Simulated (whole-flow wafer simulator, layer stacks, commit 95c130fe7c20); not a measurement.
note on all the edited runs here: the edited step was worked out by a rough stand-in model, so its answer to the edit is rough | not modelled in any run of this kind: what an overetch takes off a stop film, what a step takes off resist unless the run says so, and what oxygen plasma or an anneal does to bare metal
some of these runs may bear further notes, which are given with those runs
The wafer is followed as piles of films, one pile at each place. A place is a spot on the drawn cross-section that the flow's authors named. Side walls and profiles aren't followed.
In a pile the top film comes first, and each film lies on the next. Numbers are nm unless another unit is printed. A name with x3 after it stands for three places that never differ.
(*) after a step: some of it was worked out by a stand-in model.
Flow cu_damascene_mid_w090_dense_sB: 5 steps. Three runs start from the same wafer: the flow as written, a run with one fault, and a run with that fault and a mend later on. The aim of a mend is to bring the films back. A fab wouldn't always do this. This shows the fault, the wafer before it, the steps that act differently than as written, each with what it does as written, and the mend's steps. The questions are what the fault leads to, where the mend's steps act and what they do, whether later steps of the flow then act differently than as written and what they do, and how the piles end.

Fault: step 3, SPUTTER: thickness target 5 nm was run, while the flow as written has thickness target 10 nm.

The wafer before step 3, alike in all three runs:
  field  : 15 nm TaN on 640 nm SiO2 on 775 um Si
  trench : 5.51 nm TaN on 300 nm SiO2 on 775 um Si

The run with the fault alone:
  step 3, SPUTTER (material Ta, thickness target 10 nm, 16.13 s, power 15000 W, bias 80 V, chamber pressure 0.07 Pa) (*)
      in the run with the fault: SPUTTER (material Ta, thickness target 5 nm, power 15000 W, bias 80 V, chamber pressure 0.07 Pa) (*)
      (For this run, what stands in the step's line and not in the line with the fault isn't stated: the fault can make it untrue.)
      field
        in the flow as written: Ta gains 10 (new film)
        in the run with the fault: Ta gains 5 (new film)
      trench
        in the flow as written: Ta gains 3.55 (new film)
        in the run with the fault: Ta gains 1.77 (new film)
  Later steps of the flow that are run all act as written at every place that is followed, up to a difference of at most 2% or 0.5 nm, whichever is larger.
  By the end, the piles at field, trench depart from the flow's by more than 2% or 0.5 nm, whichever is larger.
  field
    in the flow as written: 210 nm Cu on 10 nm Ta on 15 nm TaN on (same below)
    in the run with the fault: 210 nm Cu on 5 nm Ta on 15 nm TaN on (same below)
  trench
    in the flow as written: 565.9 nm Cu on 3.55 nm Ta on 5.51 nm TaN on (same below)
    in the run with the fault: 562.7 nm Cu on 1.77 nm Ta on 5.51 nm TaN on (same below)

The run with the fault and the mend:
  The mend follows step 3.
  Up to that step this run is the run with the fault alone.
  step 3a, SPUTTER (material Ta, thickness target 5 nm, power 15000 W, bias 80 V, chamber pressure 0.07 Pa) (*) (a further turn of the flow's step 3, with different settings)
      field
        Ta gains 5
      trench
        Ta gains 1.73
  Later steps of the flow that are run all act as written at every place that is followed.
  When the end is reached, the piles differ only a little from the flow's at the places that both follow, at most by 2% or 0.5 nm, whichever is larger.
